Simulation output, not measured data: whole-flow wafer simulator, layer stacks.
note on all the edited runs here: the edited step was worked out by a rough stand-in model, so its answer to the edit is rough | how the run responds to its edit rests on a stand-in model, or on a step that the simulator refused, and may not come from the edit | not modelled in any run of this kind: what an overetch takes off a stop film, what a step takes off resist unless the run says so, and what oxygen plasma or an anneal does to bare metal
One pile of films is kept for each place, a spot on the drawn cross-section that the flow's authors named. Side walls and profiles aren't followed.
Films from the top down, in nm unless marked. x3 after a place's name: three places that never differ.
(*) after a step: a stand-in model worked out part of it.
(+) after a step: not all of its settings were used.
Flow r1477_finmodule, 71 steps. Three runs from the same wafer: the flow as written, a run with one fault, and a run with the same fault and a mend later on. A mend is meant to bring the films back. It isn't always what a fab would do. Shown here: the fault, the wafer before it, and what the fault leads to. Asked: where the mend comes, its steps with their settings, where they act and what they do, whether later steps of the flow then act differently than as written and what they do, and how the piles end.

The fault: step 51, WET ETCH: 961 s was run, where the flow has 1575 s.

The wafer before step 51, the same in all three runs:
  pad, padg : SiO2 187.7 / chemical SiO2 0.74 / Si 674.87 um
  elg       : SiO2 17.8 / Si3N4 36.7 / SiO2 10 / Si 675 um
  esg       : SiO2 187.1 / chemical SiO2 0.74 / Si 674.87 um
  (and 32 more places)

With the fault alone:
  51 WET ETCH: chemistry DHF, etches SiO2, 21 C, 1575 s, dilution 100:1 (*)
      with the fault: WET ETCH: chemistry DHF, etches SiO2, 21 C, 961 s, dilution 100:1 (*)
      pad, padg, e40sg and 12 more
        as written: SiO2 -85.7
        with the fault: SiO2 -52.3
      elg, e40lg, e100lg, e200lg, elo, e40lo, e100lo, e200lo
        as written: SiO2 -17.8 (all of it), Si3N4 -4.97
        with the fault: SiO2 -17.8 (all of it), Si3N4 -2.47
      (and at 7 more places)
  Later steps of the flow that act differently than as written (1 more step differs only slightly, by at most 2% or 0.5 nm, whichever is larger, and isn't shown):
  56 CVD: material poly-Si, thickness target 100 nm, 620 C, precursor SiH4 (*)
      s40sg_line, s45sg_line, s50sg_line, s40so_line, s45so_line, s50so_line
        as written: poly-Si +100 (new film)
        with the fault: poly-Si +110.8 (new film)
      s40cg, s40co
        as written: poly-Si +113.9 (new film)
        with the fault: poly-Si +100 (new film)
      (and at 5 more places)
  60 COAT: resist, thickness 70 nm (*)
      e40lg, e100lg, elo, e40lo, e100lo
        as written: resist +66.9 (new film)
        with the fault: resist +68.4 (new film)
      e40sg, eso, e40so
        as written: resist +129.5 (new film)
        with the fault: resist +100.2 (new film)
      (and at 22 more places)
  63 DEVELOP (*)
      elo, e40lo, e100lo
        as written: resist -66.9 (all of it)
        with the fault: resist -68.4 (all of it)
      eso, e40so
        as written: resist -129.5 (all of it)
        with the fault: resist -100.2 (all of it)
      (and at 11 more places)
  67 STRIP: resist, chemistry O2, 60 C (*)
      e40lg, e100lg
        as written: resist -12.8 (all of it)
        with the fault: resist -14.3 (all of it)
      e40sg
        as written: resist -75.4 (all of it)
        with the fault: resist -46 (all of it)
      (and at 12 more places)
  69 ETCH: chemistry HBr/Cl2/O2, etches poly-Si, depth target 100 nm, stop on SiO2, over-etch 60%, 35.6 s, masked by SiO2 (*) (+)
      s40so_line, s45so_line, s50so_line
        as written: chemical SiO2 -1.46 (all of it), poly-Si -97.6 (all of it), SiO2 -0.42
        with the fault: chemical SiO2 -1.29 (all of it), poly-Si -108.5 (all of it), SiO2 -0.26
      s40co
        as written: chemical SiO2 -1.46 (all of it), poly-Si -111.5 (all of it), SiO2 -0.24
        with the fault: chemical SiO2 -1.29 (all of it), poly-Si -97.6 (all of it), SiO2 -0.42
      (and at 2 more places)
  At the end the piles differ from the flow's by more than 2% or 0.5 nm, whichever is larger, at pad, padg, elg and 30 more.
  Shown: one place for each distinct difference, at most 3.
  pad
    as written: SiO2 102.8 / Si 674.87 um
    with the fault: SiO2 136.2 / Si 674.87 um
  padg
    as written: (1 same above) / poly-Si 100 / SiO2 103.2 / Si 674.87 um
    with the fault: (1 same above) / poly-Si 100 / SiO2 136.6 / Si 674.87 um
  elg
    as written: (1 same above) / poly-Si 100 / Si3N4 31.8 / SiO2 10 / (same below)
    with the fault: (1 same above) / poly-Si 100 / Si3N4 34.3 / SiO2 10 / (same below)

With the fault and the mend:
  The mend comes after step 51.
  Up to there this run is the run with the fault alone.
  51a WET ETCH: chemistry DHF, etches SiO2, 21 C, 614 s, dilution 100:1 (*) (the flow's step 51 once more, with other settings)
      pad, padg, e40sg and 12 more
        SiO2 -33.4
      elg, e40lg, e100lg, e200lg, elo, e40lo, e100lo, e200lo
        Si3N4 -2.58
      esg, s40cg, s45cg, s50cg, s40co, s45co, s50co
        SiO2 -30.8
  No later step of the flow acts differently than as written, at any place that is followed, by more than 2% or 0.5 nm, whichever is larger.
  At the end the piles differ from the flow's only slightly at the places that both follow, by at most 2% or 0.5 nm, whichever is larger.
